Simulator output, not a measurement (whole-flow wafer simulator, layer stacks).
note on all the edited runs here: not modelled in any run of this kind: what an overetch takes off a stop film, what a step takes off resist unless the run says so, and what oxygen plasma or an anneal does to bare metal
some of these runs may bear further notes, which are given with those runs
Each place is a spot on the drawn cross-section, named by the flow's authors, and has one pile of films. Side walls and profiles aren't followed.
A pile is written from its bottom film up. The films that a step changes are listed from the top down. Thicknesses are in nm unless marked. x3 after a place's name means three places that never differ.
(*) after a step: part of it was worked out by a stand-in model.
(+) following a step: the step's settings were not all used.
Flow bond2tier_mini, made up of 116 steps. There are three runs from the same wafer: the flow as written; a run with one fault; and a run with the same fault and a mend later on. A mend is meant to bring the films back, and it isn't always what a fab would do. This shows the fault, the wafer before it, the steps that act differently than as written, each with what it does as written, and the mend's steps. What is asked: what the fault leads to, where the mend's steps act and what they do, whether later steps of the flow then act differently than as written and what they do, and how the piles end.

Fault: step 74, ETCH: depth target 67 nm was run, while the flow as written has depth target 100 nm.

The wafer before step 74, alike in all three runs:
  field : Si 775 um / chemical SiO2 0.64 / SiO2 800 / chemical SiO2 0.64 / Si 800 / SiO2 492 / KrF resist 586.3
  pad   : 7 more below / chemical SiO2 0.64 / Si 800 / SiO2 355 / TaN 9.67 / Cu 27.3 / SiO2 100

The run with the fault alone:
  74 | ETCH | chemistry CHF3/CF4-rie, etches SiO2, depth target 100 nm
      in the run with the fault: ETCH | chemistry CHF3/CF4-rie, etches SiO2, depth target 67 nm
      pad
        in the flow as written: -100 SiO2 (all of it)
        in the run with the fault: -67 SiO2
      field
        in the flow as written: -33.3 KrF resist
        in the run with the fault: -22.3 KrF resist
  Steps further on in the flow that do not act as written (2 other steps are not shown; they differ only slightly, by no more than 2% or 0.5 nm, whichever is larger):
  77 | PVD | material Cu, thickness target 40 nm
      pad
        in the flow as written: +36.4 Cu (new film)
        in the run with the fault: +37.6 Cu (new film)
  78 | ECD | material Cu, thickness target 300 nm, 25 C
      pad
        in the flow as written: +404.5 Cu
        in the run with the fault: +370 Cu
  By the end, the piles at pad depart from the flow's by more than 2% or 0.5 nm, whichever is larger.
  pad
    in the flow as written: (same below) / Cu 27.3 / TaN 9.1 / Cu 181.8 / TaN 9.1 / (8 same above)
    in the run with the fault: (same below) / Cu 27.3 / SiO2 33 / TaN 9.39 / Cu 148.5 / TaN 9.1 / (8 same above)

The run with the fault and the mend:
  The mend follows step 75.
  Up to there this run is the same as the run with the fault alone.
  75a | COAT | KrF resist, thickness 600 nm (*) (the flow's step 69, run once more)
      field
        +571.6 KrF resist (new film)
      pad
        +629.6 KrF resist (new film)
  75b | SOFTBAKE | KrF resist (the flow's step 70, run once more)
      does not change any film at any place that is followed
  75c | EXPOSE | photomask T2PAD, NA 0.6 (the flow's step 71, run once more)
      does not change any film at any place that is followed
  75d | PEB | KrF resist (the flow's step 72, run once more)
      does not change any film at any place that is followed
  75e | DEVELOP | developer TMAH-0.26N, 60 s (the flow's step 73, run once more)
      field
        -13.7 KrF resist
      pad
        -629.6 KrF resist (all of it)
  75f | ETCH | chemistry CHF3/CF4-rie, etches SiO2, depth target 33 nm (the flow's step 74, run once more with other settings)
      field
        -11 KrF resist
      pad
        -33 SiO2 (all of it)
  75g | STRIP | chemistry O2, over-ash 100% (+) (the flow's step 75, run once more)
      field
        -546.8 KrF resist (all of it)
  Later steps of the flow that are run all act as written at every place that is followed.
  At every place that both follow, the piles at the end match the flow's.
